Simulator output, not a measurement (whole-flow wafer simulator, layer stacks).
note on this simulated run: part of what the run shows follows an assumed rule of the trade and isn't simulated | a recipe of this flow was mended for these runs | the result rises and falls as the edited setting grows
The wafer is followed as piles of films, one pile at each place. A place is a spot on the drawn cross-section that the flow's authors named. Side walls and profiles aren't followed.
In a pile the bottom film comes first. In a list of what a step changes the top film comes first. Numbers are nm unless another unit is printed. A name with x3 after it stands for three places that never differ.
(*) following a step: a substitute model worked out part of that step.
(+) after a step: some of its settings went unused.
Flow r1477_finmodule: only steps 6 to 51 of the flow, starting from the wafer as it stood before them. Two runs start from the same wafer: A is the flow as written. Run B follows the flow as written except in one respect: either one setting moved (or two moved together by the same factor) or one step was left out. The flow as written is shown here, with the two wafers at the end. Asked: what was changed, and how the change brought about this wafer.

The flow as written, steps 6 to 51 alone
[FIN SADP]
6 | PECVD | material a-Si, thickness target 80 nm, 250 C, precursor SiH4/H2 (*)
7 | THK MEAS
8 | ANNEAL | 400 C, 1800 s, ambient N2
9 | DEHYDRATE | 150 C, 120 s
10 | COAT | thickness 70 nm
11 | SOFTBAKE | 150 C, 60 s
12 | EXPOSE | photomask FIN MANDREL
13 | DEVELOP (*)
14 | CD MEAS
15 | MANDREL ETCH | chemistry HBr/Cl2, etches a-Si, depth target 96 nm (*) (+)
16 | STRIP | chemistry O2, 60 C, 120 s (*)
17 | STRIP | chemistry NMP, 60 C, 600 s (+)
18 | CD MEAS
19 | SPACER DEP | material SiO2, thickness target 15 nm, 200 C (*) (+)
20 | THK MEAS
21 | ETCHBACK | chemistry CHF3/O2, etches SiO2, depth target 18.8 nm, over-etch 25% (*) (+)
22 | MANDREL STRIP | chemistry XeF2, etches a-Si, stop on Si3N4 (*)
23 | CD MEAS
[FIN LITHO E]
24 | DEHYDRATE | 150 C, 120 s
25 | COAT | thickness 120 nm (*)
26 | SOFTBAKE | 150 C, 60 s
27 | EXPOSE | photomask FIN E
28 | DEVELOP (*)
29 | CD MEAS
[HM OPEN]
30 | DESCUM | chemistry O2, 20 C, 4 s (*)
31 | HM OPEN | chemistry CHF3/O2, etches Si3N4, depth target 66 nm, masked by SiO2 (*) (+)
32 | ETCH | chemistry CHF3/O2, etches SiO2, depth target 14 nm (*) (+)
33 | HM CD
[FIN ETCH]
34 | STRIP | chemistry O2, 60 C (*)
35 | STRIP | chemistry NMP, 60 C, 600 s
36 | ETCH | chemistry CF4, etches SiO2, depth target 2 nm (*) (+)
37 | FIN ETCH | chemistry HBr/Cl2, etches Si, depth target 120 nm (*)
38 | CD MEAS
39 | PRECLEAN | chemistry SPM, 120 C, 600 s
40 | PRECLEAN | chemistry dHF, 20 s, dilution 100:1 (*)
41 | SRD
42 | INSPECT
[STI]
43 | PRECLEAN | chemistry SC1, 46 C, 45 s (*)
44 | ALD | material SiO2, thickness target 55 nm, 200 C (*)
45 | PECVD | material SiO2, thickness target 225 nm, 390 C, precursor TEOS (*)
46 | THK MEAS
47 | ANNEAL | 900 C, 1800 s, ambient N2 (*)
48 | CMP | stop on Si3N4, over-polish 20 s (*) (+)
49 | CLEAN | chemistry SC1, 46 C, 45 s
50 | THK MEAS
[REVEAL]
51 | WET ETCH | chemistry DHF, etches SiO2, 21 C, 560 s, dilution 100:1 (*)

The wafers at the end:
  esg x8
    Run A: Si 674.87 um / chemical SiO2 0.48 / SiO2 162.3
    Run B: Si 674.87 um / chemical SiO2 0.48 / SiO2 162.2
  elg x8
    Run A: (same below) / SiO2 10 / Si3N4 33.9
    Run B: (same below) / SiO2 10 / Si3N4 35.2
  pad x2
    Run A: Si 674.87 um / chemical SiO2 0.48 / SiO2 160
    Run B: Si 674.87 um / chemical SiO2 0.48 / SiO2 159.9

What caused this: step 21, ETCHBACK: depth target 17.4 nm was run, while the flow as written has depth target 18.8 nm.

How this came from the change, step by step:
  21 | ETCHBACK | chemistry CHF3/O2, etches SiO2, depth target 18.8 nm, over-etch 25% (*) (+)
      pad x2, elg x8, esg x8, s40sg x2, s45sg x2, s50sg x2: A SiO2 loses 15 (all of it), Si3N4 loses 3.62 | B SiO2 loses 15 (all of it), Si3N4 loses 2.24
  31 | HM OPEN | chemistry CHF3/O2, etches Si3N4, depth target 66 nm, masked by SiO2 (*) (+)
      pad x2, esg x8, s40sg x2, s45sg x2, s50sg x2: A Si3N4 loses 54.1 (all of it), SiO2 loses 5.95 | B Si3N4 loses 55.5 (all of it), SiO2 loses 5.26
  32 | ETCH | chemistry CHF3/O2, etches SiO2, depth target 14 nm (*) (+)
      pad x2, esg x8, s40sg x2, s45sg x2, s50sg x2: A SiO2 loses 4.05 (all of it), Si loses 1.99 | B SiO2 loses 4.74 (all of it), Si loses 1.85
  51 | WET ETCH | chemistry DHF, etches SiO2, 21 C, 560 s, dilution 100:1 (*)
      elg x8: A SiO2 loses 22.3 (all of it), Si3N4 loses 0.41 | B SiO2 loses 20.9 (all of it), Si3N4 loses 0.48
